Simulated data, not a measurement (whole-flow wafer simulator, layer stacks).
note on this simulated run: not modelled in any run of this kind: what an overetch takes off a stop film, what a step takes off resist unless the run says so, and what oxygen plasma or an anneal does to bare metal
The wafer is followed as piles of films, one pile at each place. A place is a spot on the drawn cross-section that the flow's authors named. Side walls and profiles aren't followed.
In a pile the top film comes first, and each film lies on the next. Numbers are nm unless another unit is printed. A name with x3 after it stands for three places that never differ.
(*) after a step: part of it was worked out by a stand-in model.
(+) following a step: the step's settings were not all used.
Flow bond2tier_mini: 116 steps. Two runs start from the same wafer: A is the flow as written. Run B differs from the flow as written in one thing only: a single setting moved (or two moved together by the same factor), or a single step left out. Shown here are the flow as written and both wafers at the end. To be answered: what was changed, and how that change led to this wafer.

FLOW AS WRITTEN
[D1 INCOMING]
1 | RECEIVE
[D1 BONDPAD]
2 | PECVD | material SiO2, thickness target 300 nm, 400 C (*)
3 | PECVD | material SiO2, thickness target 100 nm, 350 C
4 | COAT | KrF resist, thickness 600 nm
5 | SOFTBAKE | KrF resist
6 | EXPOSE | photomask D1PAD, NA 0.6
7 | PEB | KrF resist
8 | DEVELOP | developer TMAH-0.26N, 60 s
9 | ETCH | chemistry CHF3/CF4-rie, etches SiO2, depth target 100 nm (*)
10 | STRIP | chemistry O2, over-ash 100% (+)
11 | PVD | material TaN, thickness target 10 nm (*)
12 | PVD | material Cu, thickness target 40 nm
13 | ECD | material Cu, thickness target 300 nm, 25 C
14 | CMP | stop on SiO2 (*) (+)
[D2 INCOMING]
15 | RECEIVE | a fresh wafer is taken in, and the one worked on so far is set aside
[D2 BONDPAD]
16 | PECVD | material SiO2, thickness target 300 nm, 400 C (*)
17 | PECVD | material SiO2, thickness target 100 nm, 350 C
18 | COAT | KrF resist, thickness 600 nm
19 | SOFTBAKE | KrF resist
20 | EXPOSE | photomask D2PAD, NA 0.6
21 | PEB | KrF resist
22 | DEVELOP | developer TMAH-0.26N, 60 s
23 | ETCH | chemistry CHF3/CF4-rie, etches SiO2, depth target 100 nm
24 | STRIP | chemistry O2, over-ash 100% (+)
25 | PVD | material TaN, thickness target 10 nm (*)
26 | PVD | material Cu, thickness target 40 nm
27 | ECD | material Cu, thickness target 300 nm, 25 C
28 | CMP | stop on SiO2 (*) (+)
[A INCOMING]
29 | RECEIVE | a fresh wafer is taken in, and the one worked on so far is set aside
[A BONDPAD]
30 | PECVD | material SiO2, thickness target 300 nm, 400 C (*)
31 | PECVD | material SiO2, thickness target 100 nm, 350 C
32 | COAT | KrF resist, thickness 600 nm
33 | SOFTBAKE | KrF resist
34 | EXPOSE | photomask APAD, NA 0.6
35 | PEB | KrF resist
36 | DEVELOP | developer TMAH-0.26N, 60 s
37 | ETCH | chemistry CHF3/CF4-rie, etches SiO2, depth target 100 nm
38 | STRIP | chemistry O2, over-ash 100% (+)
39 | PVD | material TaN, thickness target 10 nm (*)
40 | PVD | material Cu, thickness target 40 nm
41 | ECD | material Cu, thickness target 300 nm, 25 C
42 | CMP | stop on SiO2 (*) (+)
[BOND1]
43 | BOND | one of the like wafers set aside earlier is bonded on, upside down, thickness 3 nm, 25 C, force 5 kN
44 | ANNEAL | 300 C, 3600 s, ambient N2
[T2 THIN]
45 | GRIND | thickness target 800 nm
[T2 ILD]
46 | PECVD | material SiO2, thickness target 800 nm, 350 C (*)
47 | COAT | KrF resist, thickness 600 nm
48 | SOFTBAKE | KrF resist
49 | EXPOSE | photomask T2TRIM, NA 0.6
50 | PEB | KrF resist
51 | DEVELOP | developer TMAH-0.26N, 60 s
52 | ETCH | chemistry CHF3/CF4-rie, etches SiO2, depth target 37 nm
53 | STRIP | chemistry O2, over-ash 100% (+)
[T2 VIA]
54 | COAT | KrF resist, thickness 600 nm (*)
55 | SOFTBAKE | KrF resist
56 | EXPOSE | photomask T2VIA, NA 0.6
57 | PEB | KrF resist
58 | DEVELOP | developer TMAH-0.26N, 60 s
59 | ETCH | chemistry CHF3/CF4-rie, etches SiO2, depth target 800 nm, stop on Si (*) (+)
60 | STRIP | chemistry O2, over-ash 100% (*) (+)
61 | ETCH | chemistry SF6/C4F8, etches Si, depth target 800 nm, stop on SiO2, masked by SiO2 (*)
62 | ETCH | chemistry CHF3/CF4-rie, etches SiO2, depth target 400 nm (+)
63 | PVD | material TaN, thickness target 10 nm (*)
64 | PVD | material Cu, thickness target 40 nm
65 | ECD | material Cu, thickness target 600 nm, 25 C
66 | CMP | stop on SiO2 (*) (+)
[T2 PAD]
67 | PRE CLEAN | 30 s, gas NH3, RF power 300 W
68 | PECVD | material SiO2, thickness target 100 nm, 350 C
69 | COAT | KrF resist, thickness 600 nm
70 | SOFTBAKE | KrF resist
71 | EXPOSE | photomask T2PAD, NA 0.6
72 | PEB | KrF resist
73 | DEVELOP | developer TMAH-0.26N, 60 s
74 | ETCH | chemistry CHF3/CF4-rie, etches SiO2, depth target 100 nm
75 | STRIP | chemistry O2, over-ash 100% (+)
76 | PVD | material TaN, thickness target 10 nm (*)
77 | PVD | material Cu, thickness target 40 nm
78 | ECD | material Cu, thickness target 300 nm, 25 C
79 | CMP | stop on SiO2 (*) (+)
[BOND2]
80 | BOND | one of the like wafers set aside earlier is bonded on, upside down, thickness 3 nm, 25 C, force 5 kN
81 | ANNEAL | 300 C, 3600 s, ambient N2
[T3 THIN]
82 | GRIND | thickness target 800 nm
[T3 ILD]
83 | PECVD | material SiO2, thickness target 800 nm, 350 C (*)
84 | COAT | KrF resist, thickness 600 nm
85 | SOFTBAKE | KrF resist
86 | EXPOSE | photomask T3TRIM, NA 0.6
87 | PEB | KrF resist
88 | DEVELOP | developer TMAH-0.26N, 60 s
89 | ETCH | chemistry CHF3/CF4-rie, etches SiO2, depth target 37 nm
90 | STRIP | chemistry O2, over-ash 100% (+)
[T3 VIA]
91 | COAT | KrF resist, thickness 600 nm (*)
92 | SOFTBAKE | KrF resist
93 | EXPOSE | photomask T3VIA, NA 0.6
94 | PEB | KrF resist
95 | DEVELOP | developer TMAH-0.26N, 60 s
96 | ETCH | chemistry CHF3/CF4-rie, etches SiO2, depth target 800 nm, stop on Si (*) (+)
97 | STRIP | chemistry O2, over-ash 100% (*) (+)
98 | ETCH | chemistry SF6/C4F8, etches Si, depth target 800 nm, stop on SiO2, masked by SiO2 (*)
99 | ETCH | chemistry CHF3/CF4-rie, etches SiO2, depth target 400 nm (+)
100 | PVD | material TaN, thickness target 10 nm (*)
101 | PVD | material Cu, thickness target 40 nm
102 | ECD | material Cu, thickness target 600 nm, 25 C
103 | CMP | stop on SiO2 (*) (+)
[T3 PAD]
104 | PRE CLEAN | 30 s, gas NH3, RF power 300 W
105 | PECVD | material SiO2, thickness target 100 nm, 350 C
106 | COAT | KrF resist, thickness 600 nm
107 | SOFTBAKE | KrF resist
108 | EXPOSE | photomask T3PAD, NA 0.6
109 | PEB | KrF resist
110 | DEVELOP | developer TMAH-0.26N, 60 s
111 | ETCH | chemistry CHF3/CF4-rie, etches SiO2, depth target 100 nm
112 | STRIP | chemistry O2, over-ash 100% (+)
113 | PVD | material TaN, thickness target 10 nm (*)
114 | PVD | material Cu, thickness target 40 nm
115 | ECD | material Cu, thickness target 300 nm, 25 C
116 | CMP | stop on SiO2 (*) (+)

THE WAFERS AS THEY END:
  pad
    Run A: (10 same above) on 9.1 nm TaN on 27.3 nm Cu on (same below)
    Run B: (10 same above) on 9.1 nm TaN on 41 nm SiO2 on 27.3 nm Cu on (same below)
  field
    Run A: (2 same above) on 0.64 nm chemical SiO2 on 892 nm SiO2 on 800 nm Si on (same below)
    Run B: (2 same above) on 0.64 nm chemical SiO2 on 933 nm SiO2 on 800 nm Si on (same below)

Cause: step 68, PECVD: thickness target 141 nm was run, though the flow has thickness target 100 nm.

The path from the change to this, step by step:
  68 | PECVD | material SiO2, thickness target 100 nm, 350 C
      field: A SiO2 gains 100 | B SiO2 gains 141
      pad: A SiO2 gains 100 (new film) | B SiO2 gains 141 (new film)
  74 | ETCH | chemistry CHF3/CF4-rie, etches SiO2, depth target 100 nm
      pad: A SiO2 loses 100 (all of it) | B SiO2 loses 100
Taking metal films that touch as one body, pad has 4 bodies (between them, from the top down: SiO2 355 / Si 800 / chemical SiO2 0.64 / SiO2 300; SiO2 41; SiO2 355 / Si 800 / chemical SiO2 0.64 / SiO2 300); the flow as written gives 3 bodies (between them, from the top down: SiO2 355 / Si 800 / chemical SiO2 0.64 / SiO2 300; SiO2 355 / Si 800 / chemical SiO2 0.64 / SiO2 300).
